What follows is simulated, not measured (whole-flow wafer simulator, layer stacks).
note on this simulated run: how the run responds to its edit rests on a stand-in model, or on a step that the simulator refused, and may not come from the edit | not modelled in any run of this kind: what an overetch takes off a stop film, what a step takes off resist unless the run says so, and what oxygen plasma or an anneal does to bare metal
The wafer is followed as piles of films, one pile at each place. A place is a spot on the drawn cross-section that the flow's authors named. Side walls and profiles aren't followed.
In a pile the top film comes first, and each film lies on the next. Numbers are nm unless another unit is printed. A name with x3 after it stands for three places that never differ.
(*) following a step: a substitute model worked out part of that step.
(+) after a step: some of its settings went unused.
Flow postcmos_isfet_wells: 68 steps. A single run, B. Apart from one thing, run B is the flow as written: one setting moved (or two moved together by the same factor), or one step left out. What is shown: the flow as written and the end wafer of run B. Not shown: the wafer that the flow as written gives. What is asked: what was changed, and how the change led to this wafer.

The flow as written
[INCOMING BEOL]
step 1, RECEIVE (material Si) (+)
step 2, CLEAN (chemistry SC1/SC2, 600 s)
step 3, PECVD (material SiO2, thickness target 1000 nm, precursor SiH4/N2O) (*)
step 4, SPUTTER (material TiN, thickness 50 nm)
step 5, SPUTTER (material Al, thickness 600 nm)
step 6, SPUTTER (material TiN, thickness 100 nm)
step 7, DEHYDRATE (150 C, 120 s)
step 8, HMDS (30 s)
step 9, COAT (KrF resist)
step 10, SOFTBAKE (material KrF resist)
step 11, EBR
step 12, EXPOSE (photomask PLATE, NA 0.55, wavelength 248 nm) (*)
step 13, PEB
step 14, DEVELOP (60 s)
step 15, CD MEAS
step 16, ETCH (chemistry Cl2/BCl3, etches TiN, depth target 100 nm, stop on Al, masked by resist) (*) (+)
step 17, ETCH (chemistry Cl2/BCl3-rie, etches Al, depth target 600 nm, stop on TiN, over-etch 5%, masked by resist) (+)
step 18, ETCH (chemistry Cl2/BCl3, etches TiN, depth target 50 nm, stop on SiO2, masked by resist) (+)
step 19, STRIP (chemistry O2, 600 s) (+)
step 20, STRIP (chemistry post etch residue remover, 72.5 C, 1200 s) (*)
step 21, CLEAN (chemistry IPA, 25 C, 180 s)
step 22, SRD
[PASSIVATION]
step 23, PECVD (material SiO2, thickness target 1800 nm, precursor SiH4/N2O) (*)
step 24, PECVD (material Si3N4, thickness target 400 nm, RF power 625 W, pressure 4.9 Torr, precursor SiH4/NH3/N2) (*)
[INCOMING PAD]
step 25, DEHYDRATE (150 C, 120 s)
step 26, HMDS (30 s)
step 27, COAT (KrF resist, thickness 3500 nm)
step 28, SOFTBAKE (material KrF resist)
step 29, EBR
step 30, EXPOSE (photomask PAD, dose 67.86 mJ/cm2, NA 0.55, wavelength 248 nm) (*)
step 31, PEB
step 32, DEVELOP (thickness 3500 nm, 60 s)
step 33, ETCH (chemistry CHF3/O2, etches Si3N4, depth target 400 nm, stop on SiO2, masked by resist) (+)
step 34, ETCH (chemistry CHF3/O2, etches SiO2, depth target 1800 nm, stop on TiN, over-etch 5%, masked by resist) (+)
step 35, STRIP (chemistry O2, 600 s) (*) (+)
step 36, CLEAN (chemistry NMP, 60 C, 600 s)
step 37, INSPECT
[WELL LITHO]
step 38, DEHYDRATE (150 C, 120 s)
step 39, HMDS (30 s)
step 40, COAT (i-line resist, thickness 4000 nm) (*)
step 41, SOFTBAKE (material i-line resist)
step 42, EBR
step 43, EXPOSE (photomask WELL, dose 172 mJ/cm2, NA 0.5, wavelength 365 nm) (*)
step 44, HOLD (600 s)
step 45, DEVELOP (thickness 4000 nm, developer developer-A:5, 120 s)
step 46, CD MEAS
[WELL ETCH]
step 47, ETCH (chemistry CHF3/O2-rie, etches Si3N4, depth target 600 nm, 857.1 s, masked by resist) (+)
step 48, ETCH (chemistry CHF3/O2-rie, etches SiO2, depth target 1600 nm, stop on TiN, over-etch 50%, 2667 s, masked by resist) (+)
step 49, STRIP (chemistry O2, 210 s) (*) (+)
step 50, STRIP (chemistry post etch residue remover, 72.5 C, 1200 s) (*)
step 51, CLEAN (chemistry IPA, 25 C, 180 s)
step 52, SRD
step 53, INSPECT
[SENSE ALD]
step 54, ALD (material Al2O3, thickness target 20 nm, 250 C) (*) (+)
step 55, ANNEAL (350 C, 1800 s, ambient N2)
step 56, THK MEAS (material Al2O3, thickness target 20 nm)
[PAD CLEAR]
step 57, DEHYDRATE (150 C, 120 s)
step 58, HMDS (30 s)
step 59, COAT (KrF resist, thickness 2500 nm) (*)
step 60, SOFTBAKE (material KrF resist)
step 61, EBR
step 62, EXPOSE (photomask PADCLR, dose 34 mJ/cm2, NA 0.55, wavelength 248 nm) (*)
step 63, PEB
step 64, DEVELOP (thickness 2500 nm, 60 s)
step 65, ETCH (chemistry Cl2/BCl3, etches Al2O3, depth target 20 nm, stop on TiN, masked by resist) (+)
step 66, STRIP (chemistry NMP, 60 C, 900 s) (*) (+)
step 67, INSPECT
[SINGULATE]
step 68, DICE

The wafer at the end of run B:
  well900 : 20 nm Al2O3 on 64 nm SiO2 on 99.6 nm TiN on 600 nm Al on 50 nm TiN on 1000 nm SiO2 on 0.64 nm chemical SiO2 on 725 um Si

The reason: step 48, ETCH: depth target 1024 nm was run, while the flow as written has depth target 1600 nm; step 48, ETCH: 1707 s was run, where the flow has 2667 s.

Step by step, how the change led to this:
  step 48, ETCH (chemistry CHF3/O2-rie, etches SiO2, depth target 1600 nm, stop on TiN, over-etch 50%, 2667 s, masked by resist) (+)
      well900, well1300 x3: SiO2 loses 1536 (in the flow as written it would be: SiO2 loses 1600 (all of it))
      field, margin, pad_rim, pad_clr, pad_open: i-line resist loses 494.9 (in the flow as written it would be: i-line resist loses 773.3)
  step 49, STRIP (chemistry O2, 210 s) (*) (+)
      field, margin, pad_rim: i-line resist loses 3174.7 (all of it) (in the flow as written it would be: i-line resist loses 2896.3 (all of it))
      pad_clr: i-line resist loses 2274.9 (all of it) (in the flow as written it would be: i-line resist loses 1996.5 (all of it))
      (and at 1 other place as well)
  step 59, COAT (KrF resist, thickness 2500 nm) (*)
      field: KrF resist gains 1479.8 (new film) (in the flow as written it would be: KrF resist gains 1449 (new film))
      margin: KrF resist gains 1479.7 (new film) (in the flow as written it would be: KrF resist gains 1448.9 (new film))
  step 66, STRIP (chemistry NMP, 60 C, 900 s) (*) (+)
      field: KrF resist loses 1430.7 (all of it) (in the flow as written it would be: KrF resist loses 1400.1 (all of it))
      margin: KrF resist loses 1430.6 (all of it) (in the flow as written it would be: KrF resist loses 1400.1 (all of it))
